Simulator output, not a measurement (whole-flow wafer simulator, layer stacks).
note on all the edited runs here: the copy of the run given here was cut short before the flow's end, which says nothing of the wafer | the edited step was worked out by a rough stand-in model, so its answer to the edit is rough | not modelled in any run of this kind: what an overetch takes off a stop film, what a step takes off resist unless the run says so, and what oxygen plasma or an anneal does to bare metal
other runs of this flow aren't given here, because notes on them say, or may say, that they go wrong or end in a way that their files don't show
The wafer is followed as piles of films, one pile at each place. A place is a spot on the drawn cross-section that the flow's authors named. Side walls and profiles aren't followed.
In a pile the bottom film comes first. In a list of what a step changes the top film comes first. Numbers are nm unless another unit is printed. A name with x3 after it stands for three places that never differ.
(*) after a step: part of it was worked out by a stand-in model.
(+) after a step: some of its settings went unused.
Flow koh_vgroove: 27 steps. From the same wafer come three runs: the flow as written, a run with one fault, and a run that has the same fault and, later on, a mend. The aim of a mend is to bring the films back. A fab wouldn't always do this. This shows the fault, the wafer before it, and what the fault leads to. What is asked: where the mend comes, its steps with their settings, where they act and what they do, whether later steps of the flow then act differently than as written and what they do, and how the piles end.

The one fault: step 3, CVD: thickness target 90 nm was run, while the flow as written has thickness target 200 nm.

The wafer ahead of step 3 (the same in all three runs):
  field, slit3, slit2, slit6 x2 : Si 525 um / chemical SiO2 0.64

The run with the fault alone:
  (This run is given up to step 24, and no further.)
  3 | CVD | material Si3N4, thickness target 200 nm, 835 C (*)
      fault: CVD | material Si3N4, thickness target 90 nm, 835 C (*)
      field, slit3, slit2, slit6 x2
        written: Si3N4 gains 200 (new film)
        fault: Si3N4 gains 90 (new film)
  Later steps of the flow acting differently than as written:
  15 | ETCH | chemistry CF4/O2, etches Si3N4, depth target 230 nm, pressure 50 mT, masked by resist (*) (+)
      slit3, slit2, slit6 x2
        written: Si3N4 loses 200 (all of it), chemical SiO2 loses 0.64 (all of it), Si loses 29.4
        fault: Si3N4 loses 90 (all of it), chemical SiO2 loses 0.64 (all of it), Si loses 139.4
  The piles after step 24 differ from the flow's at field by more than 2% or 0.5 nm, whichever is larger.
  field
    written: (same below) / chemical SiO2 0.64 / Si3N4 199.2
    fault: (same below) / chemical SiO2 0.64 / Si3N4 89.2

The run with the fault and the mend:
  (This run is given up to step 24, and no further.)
  The mend follows step 4.
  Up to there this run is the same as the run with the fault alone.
  4a | CVD | material Si3N4, thickness target 110 nm, 835 C (*) (the flow's step 3 again, with other settings)
      field, slit3, slit2, slit6 x2
        Si3N4 gains 110
  Later steps of the flow up to step 24 that are run all act as written at every place that is followed.
  Once step 24 is done, the piles equal the flow's at every place that both follow.
